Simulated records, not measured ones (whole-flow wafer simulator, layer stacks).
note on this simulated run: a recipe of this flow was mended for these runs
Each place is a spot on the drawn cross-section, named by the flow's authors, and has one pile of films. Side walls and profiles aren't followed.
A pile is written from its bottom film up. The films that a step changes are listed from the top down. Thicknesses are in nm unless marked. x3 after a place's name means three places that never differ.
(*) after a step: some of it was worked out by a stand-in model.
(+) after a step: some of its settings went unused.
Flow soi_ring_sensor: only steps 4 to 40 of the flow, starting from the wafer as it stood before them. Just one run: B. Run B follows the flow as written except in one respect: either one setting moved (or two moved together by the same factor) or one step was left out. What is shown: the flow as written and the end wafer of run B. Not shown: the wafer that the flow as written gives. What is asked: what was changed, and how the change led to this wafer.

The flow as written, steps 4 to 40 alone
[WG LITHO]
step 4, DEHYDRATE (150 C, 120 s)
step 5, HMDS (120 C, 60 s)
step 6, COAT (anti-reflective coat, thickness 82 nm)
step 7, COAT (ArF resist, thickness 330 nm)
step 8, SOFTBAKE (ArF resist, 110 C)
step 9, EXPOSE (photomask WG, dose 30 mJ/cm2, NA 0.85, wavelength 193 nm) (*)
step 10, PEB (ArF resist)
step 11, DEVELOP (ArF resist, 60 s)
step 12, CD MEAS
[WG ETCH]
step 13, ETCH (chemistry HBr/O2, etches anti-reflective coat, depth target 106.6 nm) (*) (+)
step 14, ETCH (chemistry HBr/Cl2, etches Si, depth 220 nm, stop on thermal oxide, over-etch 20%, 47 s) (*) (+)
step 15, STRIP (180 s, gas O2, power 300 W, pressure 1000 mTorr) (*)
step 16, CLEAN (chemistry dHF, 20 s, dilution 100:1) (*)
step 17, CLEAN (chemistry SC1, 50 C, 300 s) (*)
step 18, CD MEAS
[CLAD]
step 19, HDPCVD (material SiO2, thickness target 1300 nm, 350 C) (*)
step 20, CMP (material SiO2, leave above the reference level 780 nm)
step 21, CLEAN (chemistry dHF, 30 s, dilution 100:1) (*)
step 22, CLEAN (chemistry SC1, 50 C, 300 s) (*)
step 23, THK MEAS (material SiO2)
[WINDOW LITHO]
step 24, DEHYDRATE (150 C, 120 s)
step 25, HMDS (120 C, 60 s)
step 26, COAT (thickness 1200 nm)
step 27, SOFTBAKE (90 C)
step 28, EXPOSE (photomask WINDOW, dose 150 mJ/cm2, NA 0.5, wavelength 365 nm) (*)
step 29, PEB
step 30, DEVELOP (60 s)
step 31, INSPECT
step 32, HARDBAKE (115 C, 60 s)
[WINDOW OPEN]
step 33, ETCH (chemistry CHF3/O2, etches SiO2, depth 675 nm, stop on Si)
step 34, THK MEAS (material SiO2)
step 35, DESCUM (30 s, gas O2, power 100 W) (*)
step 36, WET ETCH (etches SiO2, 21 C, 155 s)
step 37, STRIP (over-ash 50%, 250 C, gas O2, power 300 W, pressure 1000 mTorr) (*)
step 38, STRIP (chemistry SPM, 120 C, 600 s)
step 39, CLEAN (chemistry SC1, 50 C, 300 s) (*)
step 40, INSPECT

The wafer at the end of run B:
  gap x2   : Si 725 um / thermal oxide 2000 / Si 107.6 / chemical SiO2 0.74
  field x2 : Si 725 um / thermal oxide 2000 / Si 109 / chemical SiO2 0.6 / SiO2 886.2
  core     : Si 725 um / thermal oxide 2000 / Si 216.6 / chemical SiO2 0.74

Cause: step 13, ETCH: chemistry HBr/O2, etches anti-reflective coat, depth target 106.6 nm (*) (+), was omitted.

How this came from the change, step by step:
  step 14, ETCH (chemistry HBr/Cl2, etches Si, depth 220 nm, stop on thermal oxide, over-etch 20%, 47 s) (*) (+)
      gap x2, field x2: -82 anti-reflective coat (all of it), -0.6 chemical SiO2 (all of it), -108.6 Si (as written it would have been: -213.9 Si (all of it), -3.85 thermal oxide)
  step 15, STRIP (180 s, gas O2, power 300 W, pressure 1000 mTorr) (*)
      gap x2, field x2: +1.3 chemical SiO2 (new film), -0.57 Si (as written it would have been: nothing)
      core, core_clad: -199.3 ArF resist (all of it), -82 anti-reflective coat (all of it), +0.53 chemical SiO2, -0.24 Si (as written it would have been: -92.7 ArF resist (all of it), -82 anti-reflective coat (all of it), +0.6 chemical SiO2, -0.26 Si)
  step 16, CLEAN (chemistry dHF, 20 s, dilution 100:1) (*)
      gap x2, field x2: -1.3 chemical SiO2 (all of it) (as written it would have been: -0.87 thermal oxide)
  step 17, CLEAN (chemistry SC1, 50 C, 300 s) (*)
      gap x2, field x2: +0.6 chemical SiO2 (new film), -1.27 Si (as written it would have been: -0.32 thermal oxide)
  step 20, CMP (material SiO2, leave above the reference level 780 nm)
      gap x2, field x2: -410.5 SiO2 (as written it would have been: -295.8 SiO2)
  step 36, WET ETCH (etches SiO2, 21 C, 155 s)
      gap x2: -211.9 SiO2 (all of it), -0.6 chemical SiO2 (all of it), -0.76 Si (as written it would have been: -326.6 SiO2 (all of it), -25 thermal oxide)
  step 37, STRIP (over-ash 50%, 250 C, gas O2, power 300 W, pressure 1000 mTorr) (*)
      gap x2: +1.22 chemical SiO2 (new film), -0.54 Si (as written it would have been: nothing)
